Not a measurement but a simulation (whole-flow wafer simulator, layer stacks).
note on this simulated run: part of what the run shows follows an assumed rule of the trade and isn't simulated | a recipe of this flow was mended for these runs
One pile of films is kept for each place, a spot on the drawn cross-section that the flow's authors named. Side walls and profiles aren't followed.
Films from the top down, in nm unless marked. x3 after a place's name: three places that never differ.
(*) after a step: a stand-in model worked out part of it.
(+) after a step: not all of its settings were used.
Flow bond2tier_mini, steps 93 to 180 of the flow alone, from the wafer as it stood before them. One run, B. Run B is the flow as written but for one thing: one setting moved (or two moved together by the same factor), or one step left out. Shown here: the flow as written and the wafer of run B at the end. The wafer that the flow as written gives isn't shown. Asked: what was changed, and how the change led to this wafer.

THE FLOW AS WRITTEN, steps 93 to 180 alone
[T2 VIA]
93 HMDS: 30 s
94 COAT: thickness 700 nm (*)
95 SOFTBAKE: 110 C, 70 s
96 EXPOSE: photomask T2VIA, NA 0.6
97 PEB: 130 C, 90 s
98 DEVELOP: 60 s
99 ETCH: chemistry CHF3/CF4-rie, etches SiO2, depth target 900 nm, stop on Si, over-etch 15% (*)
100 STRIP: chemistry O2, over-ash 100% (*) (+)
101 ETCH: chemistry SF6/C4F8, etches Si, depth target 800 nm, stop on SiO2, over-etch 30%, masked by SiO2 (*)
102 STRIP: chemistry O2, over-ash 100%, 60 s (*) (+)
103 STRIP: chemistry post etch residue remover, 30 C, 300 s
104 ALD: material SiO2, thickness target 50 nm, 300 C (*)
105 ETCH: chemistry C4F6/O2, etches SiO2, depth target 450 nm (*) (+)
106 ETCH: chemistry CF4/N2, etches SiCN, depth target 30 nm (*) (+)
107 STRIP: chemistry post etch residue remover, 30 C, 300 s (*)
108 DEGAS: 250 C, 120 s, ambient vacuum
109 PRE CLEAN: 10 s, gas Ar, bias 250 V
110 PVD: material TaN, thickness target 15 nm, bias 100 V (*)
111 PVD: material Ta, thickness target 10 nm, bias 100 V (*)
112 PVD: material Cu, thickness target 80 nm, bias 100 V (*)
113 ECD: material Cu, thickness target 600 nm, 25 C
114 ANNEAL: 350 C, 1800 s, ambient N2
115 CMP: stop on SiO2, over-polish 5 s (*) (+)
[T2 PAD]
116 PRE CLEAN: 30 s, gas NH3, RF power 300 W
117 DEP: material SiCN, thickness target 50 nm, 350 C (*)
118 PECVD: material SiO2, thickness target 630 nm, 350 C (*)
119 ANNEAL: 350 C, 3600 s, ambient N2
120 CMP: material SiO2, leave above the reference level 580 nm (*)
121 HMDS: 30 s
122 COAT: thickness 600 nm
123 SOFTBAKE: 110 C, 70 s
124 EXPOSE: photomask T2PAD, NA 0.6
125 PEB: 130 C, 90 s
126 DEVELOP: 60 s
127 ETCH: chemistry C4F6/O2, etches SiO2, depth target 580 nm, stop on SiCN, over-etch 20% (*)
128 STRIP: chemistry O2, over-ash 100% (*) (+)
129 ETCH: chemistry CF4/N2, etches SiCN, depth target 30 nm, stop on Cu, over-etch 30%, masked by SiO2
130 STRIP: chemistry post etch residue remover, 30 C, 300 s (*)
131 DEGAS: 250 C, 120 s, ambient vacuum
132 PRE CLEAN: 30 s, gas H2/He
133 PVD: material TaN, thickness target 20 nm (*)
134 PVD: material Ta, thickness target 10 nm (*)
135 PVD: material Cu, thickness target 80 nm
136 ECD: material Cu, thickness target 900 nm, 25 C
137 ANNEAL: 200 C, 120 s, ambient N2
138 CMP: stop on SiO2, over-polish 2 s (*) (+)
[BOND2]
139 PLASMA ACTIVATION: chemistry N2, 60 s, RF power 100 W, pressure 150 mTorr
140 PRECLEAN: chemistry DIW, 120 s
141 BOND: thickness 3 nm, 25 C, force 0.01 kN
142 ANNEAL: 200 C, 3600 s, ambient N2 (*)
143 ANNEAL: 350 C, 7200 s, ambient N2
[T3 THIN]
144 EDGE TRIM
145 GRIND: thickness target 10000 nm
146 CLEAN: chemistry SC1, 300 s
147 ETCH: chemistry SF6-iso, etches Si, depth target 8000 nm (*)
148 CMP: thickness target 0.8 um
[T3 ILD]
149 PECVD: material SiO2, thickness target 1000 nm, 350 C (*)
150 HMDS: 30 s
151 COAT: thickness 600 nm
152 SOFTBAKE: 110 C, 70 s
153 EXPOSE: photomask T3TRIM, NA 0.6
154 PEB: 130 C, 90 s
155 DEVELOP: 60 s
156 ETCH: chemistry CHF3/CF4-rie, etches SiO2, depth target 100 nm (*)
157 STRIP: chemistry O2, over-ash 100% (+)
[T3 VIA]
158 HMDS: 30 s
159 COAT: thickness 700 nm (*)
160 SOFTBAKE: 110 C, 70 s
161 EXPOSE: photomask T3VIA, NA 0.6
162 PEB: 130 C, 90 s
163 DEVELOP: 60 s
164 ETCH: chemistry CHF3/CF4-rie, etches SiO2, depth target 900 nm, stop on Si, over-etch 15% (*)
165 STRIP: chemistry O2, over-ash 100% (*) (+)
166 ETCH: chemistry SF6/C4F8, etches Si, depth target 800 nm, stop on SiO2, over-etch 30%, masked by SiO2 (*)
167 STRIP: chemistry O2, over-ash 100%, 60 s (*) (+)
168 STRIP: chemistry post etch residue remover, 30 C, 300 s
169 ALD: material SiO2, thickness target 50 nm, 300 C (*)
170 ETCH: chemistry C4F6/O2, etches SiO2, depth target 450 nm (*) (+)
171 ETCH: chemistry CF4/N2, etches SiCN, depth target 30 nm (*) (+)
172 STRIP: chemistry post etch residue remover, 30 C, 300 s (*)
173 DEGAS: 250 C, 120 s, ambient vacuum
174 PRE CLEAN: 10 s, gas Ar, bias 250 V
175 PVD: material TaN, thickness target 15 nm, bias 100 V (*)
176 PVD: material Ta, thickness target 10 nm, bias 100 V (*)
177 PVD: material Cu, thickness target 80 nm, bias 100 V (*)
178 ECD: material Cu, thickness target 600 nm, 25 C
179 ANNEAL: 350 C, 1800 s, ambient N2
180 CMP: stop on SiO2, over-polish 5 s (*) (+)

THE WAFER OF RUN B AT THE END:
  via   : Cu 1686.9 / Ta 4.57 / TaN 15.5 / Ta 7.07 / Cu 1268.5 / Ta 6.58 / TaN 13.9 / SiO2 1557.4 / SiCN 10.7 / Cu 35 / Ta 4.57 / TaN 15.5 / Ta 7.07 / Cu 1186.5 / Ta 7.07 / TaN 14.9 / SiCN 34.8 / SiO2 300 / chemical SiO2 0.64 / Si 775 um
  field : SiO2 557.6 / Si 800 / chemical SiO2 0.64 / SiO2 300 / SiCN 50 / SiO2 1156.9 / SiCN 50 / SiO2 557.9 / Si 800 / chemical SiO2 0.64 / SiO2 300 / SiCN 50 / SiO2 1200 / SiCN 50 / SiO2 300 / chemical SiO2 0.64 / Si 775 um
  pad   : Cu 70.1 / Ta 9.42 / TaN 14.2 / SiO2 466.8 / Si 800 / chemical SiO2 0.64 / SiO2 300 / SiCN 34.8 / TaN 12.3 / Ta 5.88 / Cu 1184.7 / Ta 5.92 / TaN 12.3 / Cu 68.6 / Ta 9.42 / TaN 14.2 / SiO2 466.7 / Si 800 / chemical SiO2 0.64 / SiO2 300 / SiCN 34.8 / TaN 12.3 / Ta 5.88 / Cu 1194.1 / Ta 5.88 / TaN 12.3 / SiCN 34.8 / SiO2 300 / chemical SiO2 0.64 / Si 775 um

The cause: step 113, ECD: material Cu, thickness target 600 nm, 25 C, was left out.

How the change led to this, step by step:
  115 CMP: stop on SiO2, over-polish 5 s (*) (+)
      via: nothing (as written it would be: Cu -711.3)
      field: Cu -80 (all of it), Ta -10 (all of it), TaN -15 (all of it), SiO2 -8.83 (as written it would be: Cu -680 (all of it), Ta -10 (all of it), TaN -15 (all of it), SiO2 -9.22)
      (and at 1 more place)
  117 DEP: material SiCN, thickness target 50 nm, 350 C (*)
      via: SiCN +10.7 (new film) (as written it would be: SiCN +50 (new film))
  118 PECVD: material SiO2, thickness target 630 nm, 350 C (*)
      via: SiO2 +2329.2 (new film) (as written it would be: SiO2 +630 (new film))
  127 ETCH: chemistry C4F6/O2, etches SiO2, depth target 580 nm, stop on SiCN, over-etch 20% (*)
      via: SiO2 -696 (as written it would be: SiO2 -580 (all of it), SiCN -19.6)
  129 ETCH: chemistry CF4/N2, etches SiCN, depth target 30 nm, stop on Cu, over-etch 30%, masked by SiO2
      via: SiO2 -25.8 (as written it would be: SiCN -30.4 (all of it), Cu -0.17)
  130 STRIP: chemistry post etch residue remover, 30 C, 300 s (*)
      via: nothing (as written it would be: Cu -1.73)
  133 PVD: material TaN, thickness target 20 nm (*)
      via: TaN +13.9 (new film) (as written it would be: TaN +15 (new film))
  134 PVD: material Ta, thickness target 10 nm (*)
      via: Ta +6.58 (new film) (as written it would be: Ta +7.13 (new film))
  135 PVD: material Cu, thickness target 80 nm
      via: Cu +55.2 (new film) (as written it would be: Cu +59.4 (new film))
  136 ECD: material Cu, thickness target 900 nm, 25 C
      via: Cu +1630 (as written it would be: Cu +1534.4)
Counting metal films that touch as one body, via has 2 bodies (between them, from the top down: SiO2 1557.4 / SiCN 10.7); the flow as written gives 1 body.
